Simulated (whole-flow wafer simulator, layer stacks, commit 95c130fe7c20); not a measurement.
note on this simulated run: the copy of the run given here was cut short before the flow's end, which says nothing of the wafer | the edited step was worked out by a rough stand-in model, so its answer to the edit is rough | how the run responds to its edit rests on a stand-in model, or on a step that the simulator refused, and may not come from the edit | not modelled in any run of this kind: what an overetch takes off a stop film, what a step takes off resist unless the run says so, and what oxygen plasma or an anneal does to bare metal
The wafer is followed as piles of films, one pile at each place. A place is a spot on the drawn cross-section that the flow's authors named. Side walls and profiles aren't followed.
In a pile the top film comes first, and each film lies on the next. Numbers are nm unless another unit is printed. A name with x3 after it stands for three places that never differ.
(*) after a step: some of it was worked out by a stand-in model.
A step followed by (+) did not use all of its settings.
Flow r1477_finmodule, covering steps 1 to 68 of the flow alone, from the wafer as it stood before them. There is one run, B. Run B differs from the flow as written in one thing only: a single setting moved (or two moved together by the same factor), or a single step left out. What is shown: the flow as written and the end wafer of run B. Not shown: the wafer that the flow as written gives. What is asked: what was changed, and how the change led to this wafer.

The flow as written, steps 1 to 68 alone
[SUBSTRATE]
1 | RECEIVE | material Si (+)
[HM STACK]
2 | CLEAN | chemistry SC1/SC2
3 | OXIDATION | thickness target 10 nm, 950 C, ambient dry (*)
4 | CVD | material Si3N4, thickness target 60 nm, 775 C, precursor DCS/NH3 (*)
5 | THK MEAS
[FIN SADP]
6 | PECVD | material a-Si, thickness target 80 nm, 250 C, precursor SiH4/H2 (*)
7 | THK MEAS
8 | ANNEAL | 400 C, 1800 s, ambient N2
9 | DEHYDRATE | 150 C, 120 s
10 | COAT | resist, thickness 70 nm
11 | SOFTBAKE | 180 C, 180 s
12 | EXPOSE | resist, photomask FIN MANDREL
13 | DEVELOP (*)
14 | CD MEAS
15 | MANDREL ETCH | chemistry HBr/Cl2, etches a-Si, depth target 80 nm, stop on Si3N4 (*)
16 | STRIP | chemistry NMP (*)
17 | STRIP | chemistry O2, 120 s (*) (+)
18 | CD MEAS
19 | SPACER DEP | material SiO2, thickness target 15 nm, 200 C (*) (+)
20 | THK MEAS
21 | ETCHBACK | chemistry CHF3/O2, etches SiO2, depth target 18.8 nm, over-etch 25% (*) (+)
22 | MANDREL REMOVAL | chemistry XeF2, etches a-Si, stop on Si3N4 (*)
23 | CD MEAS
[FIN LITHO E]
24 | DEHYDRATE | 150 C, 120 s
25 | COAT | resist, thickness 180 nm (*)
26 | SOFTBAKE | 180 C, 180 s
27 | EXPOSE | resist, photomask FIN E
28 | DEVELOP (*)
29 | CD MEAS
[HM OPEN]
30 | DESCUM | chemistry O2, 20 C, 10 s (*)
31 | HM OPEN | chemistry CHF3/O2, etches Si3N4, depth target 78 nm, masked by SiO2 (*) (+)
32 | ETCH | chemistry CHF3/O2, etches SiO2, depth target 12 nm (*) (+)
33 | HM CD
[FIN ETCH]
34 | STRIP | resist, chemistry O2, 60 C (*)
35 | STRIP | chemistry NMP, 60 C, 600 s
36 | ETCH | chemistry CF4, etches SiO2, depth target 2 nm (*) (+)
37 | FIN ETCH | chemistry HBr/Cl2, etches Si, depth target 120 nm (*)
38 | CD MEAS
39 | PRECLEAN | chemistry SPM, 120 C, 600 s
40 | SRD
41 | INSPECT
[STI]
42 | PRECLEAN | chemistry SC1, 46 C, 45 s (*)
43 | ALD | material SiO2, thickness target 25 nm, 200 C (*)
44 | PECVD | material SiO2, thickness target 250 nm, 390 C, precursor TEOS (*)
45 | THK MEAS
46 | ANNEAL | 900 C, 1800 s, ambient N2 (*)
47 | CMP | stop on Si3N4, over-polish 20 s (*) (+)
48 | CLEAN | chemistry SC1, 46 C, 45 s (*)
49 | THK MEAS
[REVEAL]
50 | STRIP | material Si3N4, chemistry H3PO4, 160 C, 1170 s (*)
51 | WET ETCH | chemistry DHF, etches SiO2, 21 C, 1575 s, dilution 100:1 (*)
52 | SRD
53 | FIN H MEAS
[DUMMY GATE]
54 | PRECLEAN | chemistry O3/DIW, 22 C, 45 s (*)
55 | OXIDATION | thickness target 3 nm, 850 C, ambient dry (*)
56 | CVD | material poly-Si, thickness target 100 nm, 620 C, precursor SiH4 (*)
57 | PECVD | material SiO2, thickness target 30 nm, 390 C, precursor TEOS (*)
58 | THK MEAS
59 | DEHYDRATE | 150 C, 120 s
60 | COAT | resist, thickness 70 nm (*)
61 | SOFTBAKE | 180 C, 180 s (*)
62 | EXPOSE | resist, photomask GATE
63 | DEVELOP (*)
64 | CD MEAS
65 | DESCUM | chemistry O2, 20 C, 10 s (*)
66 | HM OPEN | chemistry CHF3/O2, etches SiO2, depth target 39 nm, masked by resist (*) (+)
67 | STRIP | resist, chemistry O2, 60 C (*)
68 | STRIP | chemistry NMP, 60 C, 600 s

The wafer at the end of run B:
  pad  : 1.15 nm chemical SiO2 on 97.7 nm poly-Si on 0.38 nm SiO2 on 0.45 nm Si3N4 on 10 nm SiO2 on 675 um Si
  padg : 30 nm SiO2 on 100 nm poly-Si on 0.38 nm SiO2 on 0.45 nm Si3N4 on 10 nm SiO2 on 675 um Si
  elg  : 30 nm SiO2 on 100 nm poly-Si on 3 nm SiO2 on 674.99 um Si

The reason: step 4, CVD: thickness target 96 nm was run, while the flow as written has thickness target 60 nm.

Step by step, how the change led to this:
  4 | CVD | material Si3N4, thickness target 60 nm, 775 C, precursor DCS/NH3 (*)
      pad, padg, elg and 33 more: Si3N4 gains 96 (new film) (as written it would have been: Si3N4 gains 60 (new film))
  31 | HM OPEN | chemistry CHF3/O2, etches Si3N4, depth target 78 nm, masked by SiO2 (*) (+)
      pad, padg, esg and 13 more: Si3N4 loses 78 (as written it would have been: Si3N4 loses 56.4 (all of it), SiO2 loses 10 (all of it))
      s40cg, s45cg, s50cg, s40co, s45co, s50co: Si3N4 loses 78 (as written it would have been: Si3N4 loses 60 (all of it), SiO2 loses 9)
  32 | ETCH | chemistry CHF3/O2, etches SiO2, depth target 12 nm (*) (+)
      pad, padg, e40sg and 11 more: Si3N4 loses 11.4 (as written it would have been: Si loses 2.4)
      esg, eso: Si3N4 loses 8.16 (as written it would have been: Si loses 1.77)
      (as well as at 6 more places)
  34 | STRIP | resist, chemistry O2, 60 C (*)
      pad, padg, esg and 19 more: nothing (as written it would have been: chemical SiO2 gains 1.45 (new film), Si loses 0.64)
  36 | ETCH | chemistry CF4, etches SiO2, depth target 2 nm (*) (+)
      pad, padg, e40sg and 11 more: Si3N4 loses 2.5 (as written it would have been: chemical SiO2 loses 1.45 (all of it), Si loses 0.46)
      esg, eso: Si3N4 loses 1.92 (as written it would have been: chemical SiO2 loses 1.45 (all of it), Si loses 0.46)
      (as well as at 6 more places)
  37 | FIN ETCH | chemistry HBr/Cl2, etches Si, depth target 120 nm (*)
      pad, padg, esg and 19 more: nothing (as written it would have been: Si loses 120)
      elg, e40lg, e100lg, e200lg, elo, e40lo, e100lo, e200lo: nothing (as written it would have been: Si3N4 loses 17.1)
      (as well as at 6 more places)
  39 | PRECLEAN | chemistry SPM, 120 C, 600 s
      pad, padg, esg and 19 more: nothing (as written it would have been: chemical SiO2 gains 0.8 (new film), Si loses 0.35)
  43 | ALD | material SiO2, thickness target 25 nm, 200 C (*)
      s40cg, s40co: SiO2 gains 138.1 (new film) (as written it would have been: SiO2 gains 232.1 (new film))
      s45cg, s45co: SiO2 gains 138.3 (new film) (as written it would have been: SiO2 gains 232.1 (new film))
      (as well as at 3 more places)
  47 | CMP | stop on Si3N4, over-polish 20 s (*) (+)
      elg, e40lg, e100lg, e200lg, elo, e40lo, e100lo, e200lo: SiO2 loses 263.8 (all of it), Si3N4 loses 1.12 (as written it would have been: SiO2 loses 241.6)
      pad, padg, e40sg and 11 more: SiO2 loses 175.4 (as written it would have been: SiO2 loses 71.8)
      (as well as at 14 more places)
  50 | STRIP | material Si3N4, chemistry H3PO4, 160 C, 1170 s (*)
      elg, e40lg, e100lg, e200lg, elo, e40lo, e100lo, e200lo: Si3N4 loses 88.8 (all of it), SiO2 loses 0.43 (as written it would have been: SiO2 loses 4.28)
      s40sg_line, s45sg_line, s50sg_line, s40so_line, s45so_line, s50so_line: Si3N4 loses 88.8 (all of it), SiO2 loses 0.43 (as written it would have been: Si3N4 loses 58.9 (all of it), SiO2 loses 1.37)
  51 | WET ETCH | chemistry DHF, etches SiO2, 21 C, 1575 s, dilution 100:1 (*)
      elg, e40lg, e100lg, e200lg, elo, e40lo, e100lo, e200lo: SiO2 loses 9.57 (all of it) (as written it would have been: SiO2 loses 17.8 (all of it), Si3N4 loses 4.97)
      s40cg, s40co: SiO2 loses 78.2 (all of it), Si3N4 loses 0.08 (as written it would have been: SiO2 loses 79.1)
      (as well as at 25 more places)
  54 | PRECLEAN | chemistry O3/DIW, 22 C, 45 s (*)
      elg, e40lg, e100lg, e200lg, elo, e40lo, e100lo, e200lo: chemical SiO2 gains 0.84 (new film), Si loses 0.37 (as written it would have been: nothing)
  55 | OXIDATION | thickness target 3 nm, 850 C, ambient dry (*)
      pad, padg, e40sg and 12 more: nothing (as written it would have been: SiO2 gains 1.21, chemical SiO2 loses 0.74 (all of it), Si loses 0.21)
      elg, e40lg, e100lg, e200lg, elo, e40lo, e100lo, e200lo: SiO2 gains 3 (new film), chemical SiO2 loses 0.84 (all of it), Si loses 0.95 (as written it would have been: nothing)
      (as well as at 7 more places)
  56 | CVD | material poly-Si, thickness target 100 nm, 620 C, precursor SiH4 (*)
      s40sg_line, s45sg_line, s50sg_line, s40so_line, s45so_line, s50so_line: poly-Si gains 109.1 (new film) (as written it would have been: poly-Si gains 100 (new film))
      s40cg, s40co: poly-Si gains 100 (new film) (as written it would have been: poly-Si gains 113.9 (new film))
      (as well as at 6 more places)
  57 | PECVD | material SiO2, thickness target 30 nm, 390 C, precursor TEOS (*)
      e40lg, e40lo: SiO2 gains 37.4 (new film) (as written it would have been: SiO2 gains 30 (new film))
  60 | COAT | resist, thickness 70 nm (*)
      s40sg_line, s45sg_line, s40so_line, s45so_line: resist gains 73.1 (new film) (as written it would have been: resist gains 68.5 (new film))
      e40lg, e40lo: resist gains 71.2 (new film) (as written it would have been: resist gains 66.9 (new film))
      (as well as at 27 more places)
  ... another 2 steps ...
  67 | STRIP | resist, chemistry O2, 60 C (*)
      elg: resist loses 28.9 (all of it) (as written it would have been: resist loses 15.9 (all of it))
      esg: resist loses 15.2 (all of it) (as written it would have been: resist loses 15.9 (all of it))
      (as well as at 15 more places)
